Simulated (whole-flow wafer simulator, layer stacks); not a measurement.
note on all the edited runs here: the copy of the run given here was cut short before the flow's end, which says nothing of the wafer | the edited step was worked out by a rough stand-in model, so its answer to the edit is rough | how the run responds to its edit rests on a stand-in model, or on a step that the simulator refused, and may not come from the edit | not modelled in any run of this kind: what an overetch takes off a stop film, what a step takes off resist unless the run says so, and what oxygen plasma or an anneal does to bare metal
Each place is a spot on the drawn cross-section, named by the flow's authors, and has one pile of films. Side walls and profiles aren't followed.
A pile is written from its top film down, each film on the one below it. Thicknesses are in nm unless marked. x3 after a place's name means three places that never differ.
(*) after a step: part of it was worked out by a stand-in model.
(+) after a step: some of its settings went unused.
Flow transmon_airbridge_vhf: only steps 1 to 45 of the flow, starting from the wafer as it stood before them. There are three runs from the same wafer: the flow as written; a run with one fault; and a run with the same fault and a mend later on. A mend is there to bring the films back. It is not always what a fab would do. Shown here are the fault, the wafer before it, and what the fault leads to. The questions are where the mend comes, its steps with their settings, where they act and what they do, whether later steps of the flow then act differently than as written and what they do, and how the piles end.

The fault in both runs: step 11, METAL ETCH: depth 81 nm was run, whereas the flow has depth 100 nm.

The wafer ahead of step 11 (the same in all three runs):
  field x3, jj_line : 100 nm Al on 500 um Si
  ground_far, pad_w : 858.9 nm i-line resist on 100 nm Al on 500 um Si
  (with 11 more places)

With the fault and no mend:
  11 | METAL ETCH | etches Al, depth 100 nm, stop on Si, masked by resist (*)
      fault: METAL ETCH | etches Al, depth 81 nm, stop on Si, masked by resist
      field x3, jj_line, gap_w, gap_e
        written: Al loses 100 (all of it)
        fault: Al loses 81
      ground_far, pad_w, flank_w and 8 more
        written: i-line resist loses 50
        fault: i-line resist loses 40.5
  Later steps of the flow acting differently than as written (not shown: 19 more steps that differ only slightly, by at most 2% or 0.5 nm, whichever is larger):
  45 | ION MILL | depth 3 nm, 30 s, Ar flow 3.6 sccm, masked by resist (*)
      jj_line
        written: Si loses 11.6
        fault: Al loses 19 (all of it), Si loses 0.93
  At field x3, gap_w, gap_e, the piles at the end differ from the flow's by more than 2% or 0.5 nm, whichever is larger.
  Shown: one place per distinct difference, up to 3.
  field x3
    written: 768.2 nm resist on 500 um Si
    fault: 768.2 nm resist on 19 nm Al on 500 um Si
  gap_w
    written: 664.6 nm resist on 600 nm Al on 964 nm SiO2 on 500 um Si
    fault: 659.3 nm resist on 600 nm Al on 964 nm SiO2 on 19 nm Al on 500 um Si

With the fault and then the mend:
  The mend stands after step 12.
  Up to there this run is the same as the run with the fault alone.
  12a | COAT | i-line resist, thickness 900 nm (*) (the flow's step 6, run once more)
      field x3, jj_line, trace_open_s x2, margin_s, bridge_strip, margin_n
        i-line resist gains 900 (new film)
      pad_w, pad_e
        i-line resist gains 890 (new film)
      flank_w, flank_e
        i-line resist gains 881 (new film)
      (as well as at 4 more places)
  12b | SOFTBAKE | i-line resist, 90 C, 90 s (the flow's step 7, run once more)
      flank_w, flank_e
        i-line resist loses 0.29
      gap_w, gap_e
        i-line resist gains 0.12
      cpw_trace
        i-line resist loses 0.06
  12c | EXPOSE | i-line resist, thickness 900 nm, photomask AB CPW, dose 155.4 mJ/cm2, NA 0.45, wavelength 365 nm (*) (the flow's step 8, run once more)
      alters no film at any place that is followed
  12d | PEB | i-line resist, 110 C, 60 s (the flow's step 9, run once more)
      field x3, jj_line, trace_open_s x2, margin_s, bridge_strip, margin_n
        i-line resist loses 41
      pad_w, pad_e
        i-line resist loses 40.6
      flank_w, flank_e
        i-line resist loses 40.1
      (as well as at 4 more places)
  12e | DEVELOP | i-line resist, thickness 900 nm, developer developer-B, 60 s (the flow's step 10, run once more)
      ground_far, pad_w, flank_w and 7 more
        i-line resist loses 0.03
      field x3, jj_line
        i-line resist loses 859 (all of it)
      gap_w, gap_e
        i-line resist loses 901.2 (all of it)
  12f | METAL ETCH | etches Al, depth 19 nm, stop on Si, masked by resist (*) (the flow's step 11, run once more with other settings)
      ground_far, pad_w, flank_w and 8 more
        i-line resist loses 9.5
      field x3, jj_line, gap_w, gap_e
        Al loses 19 (all of it)
  12g | STRIP | i-line resist, 80 C, 600 s (*) (+) (the flow's step 12, run once more)
      trace_open_s x2, margin_s, bridge_strip, margin_n
        i-line resist loses 849.4 (all of it)
      pad_w, pad_e
        i-line resist loses 839.9 (all of it)
      flank_w, flank_e
        i-line resist loses 831 (all of it)
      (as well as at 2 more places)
  Later steps of the flow that are run all act as written at every place that is followed.
  The piles end the same as the flow's at every place that both follow.
